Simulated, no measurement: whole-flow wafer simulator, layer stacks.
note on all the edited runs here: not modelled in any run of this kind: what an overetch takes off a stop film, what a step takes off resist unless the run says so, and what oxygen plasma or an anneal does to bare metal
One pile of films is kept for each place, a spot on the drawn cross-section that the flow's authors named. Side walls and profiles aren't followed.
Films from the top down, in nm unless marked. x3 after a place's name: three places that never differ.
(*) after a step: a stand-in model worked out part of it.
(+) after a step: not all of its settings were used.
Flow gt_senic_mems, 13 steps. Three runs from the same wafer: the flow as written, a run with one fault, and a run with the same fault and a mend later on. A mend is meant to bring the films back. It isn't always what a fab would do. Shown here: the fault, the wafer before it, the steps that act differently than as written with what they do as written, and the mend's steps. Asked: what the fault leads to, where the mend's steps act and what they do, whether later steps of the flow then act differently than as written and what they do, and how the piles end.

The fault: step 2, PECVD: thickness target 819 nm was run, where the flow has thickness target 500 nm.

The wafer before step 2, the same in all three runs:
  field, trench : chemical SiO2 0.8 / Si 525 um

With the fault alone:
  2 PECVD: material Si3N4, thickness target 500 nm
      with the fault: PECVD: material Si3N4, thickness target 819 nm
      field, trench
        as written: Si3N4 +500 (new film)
        with the fault: Si3N4 +819 (new film)
  Later steps of the flow that act differently than as written (2 more steps differ only slightly, by at most 2% or 0.5 nm, whichever is larger, and aren't shown):
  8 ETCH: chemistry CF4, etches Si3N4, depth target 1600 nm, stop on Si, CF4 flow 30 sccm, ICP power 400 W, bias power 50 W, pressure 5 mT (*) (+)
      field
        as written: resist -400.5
        with the fault: resist -613.2
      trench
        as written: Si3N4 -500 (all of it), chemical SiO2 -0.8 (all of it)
        with the fault: Si3N4 -819 (all of it), chemical SiO2 -0.8 (all of it)
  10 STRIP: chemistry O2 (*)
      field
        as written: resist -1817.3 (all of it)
        with the fault: resist -1604.6 (all of it)
  At the end the piles differ from the flow's by more than 2% or 0.5 nm, whichever is larger, at field.
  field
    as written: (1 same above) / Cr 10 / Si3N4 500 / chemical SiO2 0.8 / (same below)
    with the fault: (1 same above) / Cr 10 / Si3N4 819 / chemical SiO2 0.8 / (same below)

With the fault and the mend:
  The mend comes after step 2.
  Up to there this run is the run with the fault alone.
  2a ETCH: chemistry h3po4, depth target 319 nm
      field, trench
        Si3N4 -319
  No later step of the flow acts differently than as written at any place that is followed.
  At the end the piles are the same as the flow's at every place that both follow.
